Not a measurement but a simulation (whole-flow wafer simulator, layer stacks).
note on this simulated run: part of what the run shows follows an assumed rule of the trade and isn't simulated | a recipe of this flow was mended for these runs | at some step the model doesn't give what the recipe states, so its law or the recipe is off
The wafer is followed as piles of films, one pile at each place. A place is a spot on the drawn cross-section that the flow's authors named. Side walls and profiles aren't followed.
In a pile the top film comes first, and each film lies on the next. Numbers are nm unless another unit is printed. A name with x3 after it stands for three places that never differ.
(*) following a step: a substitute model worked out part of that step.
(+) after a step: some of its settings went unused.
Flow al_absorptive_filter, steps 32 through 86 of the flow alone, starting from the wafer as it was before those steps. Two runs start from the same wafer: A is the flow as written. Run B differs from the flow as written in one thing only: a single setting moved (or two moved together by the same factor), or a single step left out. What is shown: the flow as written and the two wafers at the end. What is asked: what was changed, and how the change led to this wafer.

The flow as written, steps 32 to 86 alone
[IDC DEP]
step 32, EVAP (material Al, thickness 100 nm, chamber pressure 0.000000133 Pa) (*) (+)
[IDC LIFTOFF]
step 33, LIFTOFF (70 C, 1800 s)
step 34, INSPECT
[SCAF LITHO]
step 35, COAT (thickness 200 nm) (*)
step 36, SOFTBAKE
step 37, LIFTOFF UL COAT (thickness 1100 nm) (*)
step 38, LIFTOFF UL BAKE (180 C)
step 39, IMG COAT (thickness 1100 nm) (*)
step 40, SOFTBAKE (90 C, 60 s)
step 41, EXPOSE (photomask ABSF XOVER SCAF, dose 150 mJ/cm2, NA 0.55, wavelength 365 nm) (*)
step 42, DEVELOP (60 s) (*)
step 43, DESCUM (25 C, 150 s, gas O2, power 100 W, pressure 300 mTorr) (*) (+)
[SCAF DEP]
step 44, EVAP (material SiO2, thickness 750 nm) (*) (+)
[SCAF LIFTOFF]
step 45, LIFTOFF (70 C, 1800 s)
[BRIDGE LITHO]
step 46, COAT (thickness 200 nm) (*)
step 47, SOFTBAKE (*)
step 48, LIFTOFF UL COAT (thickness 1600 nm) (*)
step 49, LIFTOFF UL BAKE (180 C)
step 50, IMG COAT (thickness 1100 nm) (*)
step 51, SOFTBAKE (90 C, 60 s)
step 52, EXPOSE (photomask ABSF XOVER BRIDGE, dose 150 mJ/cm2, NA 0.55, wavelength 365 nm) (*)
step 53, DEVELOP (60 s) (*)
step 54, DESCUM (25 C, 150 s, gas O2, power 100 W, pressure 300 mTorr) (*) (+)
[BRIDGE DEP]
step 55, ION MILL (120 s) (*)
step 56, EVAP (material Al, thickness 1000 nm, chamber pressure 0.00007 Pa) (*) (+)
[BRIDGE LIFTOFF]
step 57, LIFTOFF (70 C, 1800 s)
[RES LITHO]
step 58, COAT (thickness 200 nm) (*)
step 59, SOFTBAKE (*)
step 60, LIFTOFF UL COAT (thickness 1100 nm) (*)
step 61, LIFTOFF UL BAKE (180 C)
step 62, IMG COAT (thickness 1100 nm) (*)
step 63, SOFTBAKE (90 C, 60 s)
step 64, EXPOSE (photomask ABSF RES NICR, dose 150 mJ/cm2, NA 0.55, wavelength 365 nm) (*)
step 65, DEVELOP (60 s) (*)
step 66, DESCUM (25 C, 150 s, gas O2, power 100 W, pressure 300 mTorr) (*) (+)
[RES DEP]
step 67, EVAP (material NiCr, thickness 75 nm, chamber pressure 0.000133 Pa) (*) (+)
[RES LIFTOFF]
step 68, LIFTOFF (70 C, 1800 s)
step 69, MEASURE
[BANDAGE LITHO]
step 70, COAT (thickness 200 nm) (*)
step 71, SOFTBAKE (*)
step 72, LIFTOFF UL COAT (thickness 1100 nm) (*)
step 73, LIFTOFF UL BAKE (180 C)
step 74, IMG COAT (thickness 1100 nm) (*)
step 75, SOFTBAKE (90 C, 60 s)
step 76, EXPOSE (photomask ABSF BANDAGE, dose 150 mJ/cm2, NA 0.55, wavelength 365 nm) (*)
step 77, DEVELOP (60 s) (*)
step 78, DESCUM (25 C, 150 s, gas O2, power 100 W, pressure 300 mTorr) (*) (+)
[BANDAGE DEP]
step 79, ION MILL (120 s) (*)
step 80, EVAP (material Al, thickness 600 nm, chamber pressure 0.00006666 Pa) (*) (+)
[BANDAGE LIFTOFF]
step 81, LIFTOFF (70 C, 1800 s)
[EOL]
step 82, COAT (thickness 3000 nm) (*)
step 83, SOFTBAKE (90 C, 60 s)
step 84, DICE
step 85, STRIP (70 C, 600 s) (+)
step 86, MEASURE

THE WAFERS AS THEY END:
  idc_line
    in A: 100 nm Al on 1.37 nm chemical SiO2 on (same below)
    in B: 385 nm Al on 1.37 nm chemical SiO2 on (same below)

Cause: step 32, EVAP: thickness 126.2 nm was run, while the flow as written has thickness 100 nm.

How this came from the change, step by step:
  step 32, EVAP (material Al, thickness 100 nm, chamber pressure 0.000000133 Pa) (*) (+)
      gnd, pad_far, pad_near and 10 more: A Al gains 100 (new film) | B Al gains 126.2 (new film)
      idc_line: A Al gains 100 (new film) | B Al gains 385 (new film)
  step 33, LIFTOFF (70 C, 1800 s)
      gnd, xa_field, xa_margin, xa_strip, xl_land, idc_field, idc_space: A Al loses 100 (all of it), e-beam-resist loses 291 (all of it) | B Al loses 126.2 (all of it), e-beam-resist loses 291 (all of it)
      pad_far: A Al loses 100 (all of it), e-beam-resist loses 287 (all of it) | B Al loses 126.2 (all of it), e-beam-resist loses 287 (all of it)
      (also at 5 further places)
  step 35, COAT (thickness 200 nm) (*)
      idc_line: A acrylic-e-beam-resist gains 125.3 (new film) | B acrylic-e-beam-resist gains 3 (new film)
      idc_space: A acrylic-e-beam-resist gains 228.2 (new film) | B acrylic-e-beam-resist gains 367.1 (new film)
  step 37, LIFTOFF UL COAT (thickness 1100 nm) (*)
      idc_line: A lift-off-underlayer gains 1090 (new film) | B lift-off-underlayer gains 996.1 (new film)
      idc_space: A lift-off-underlayer gains 1087.8 (new film) | B lift-off-underlayer gains 1018.2 (new film)
  step 45, LIFTOFF (70 C, 1800 s)
      idc_line: A SiO2 loses 750 (all of it), i-line-resist loses 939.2 (all of it), lift-off-underlayer loses 1090 (all of it), acrylic-e-beam-resist loses 125.3 (all of it) | B SiO2 loses 750 (all of it), i-line-resist loses 937.4 (all of it), lift-off-underlayer loses 996.1 (all of it), acrylic-e-beam-resist loses 3 (all of it)
      idc_space: A SiO2 loses 750 (all of it), i-line-resist loses 939.1 (all of it), lift-off-underlayer loses 1087.8 (all of it), acrylic-e-beam-resist loses 228.2 (all of it) | B SiO2 loses 750 (all of it), i-line-resist loses 937 (all of it), lift-off-underlayer loses 1018.2 (all of it), acrylic-e-beam-resist loses 367.1 (all of it)
  step 46, COAT (thickness 200 nm) (*)
      idc_line: A acrylic-e-beam-resist gains 129.8 (new film) | B acrylic-e-beam-resist gains 3 (new film)
      idc_space: A acrylic-e-beam-resist gains 229.8 (new film) | B acrylic-e-beam-resist gains 376.3 (new film)
  step 48, LIFTOFF UL COAT (thickness 1600 nm) (*)
      idc_line: A lift-off-underlayer gains 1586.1 (new film) | B lift-off-underlayer gains 1492.8 (new film)
      idc_space: A lift-off-underlayer gains 1586.9 (new film) | B lift-off-underlayer gains 1505.3 (new film)
  step 57, LIFTOFF (70 C, 1800 s)
      idc_line: A Al loses 1000 (all of it), i-line-resist loses 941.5 (all of it), lift-off-underlayer loses 1586.1 (all of it), acrylic-e-beam-resist loses 129.8 (all of it) | B Al loses 1000 (all of it), i-line-resist loses 940.7 (all of it), lift-off-underlayer loses 1492.8 (all of it), acrylic-e-beam-resist loses 3 (all of it)
      idc_space: A Al loses 1000 (all of it), i-line-resist loses 941.5 (all of it), lift-off-underlayer loses 1586.9 (all of it), acrylic-e-beam-resist loses 229.8 (all of it) | B Al loses 1000 (all of it), i-line-resist loses 940.7 (all of it), lift-off-underlayer loses 1505.3 (all of it), acrylic-e-beam-resist loses 376.3 (all of it)
  step 58, COAT (thickness 200 nm) (*)
      idc_line: A acrylic-e-beam-resist gains 129.8 (new film) | B acrylic-e-beam-resist gains 3 (new film)
      idc_space: A acrylic-e-beam-resist gains 229.8 (new film) | B acrylic-e-beam-resist gains 376.3 (new film)
  step 60, LIFTOFF UL COAT (thickness 1100 nm) (*)
      idc_line: A lift-off-underlayer gains 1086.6 (new film) | B lift-off-underlayer gains 997.9 (new film)
      idc_space: A lift-off-underlayer gains 1087.4 (new film) | B lift-off-underlayer gains 1010.4 (new film)
  step 68, LIFTOFF (70 C, 1800 s)
      idc_line: A NiCr loses 75 (all of it), i-line-resist loses 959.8 (all of it), lift-off-underlayer loses 1086.6 (all of it), acrylic-e-beam-resist loses 129.8 (all of it) | B NiCr loses 75 (all of it), i-line-resist loses 957.6 (all of it), lift-off-underlayer loses 997.9 (all of it), acrylic-e-beam-resist loses 3 (all of it)
      idc_space: A NiCr loses 75 (all of it), i-line-resist loses 959.8 (all of it), lift-off-underlayer loses 1087.4 (all of it), acrylic-e-beam-resist loses 229.8 (all of it) | B NiCr loses 75 (all of it), i-line-resist loses 957.7 (all of it), lift-off-underlayer loses 1010.4 (all of it), acrylic-e-beam-resist loses 376.3 (all of it)
  step 70, COAT (thickness 200 nm) (*)
      idc_line: A acrylic-e-beam-resist gains 129.8 (new film) | B acrylic-e-beam-resist gains 3 (new film)
      idc_space: A acrylic-e-beam-resist gains 229.8 (new film) | B acrylic-e-beam-resist gains 376.3 (new film)
  step 72, LIFTOFF UL COAT (thickness 1100 nm) (*)
      idc_line: A lift-off-underlayer gains 1086.6 (new film) | B lift-off-underlayer gains 997.9 (new film)
      idc_space: A lift-off-underlayer gains 1087.4 (new film) | B lift-off-underlayer gains 1010.4 (new film)
  step 81, LIFTOFF (70 C, 1800 s)
      idc_line: A Al loses 600 (all of it), i-line-resist loses 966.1 (all of it), lift-off-underlayer loses 1086.6 (all of it), acrylic-e-beam-resist loses 129.8 (all of it) | B Al loses 600 (all of it), i-line-resist loses 963.9 (all of it), lift-off-underlayer loses 997.9 (all of it), acrylic-e-beam-resist loses 3 (all of it)
      idc_space: A Al loses 600 (all of it), i-line-resist loses 966.1 (all of it), lift-off-underlayer loses 1087.4 (all of it), acrylic-e-beam-resist loses 229.8 (all of it) | B Al loses 600 (all of it), i-line-resist loses 964 (all of it), lift-off-underlayer loses 1010.4 (all of it), acrylic-e-beam-resist loses 376.3 (all of it)
  step 82, COAT (thickness 3000 nm) (*)
      idc_line: A i-line-resist gains 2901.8 (new film) | B i-line-resist gains 2624.7 (new film)
  step 83, SOFTBAKE (90 C, 60 s)
      idc_line: A i-line-resist loses 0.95 | B i-line-resist loses 4.32
      idc_space: A i-line-resist loses 0.95 | B i-line-resist loses 4.31
  step 85, STRIP (70 C, 600 s) (+)
      idc_line: A i-line-resist loses 2900.9 (all of it) | B i-line-resist loses 2620.4 (all of it)
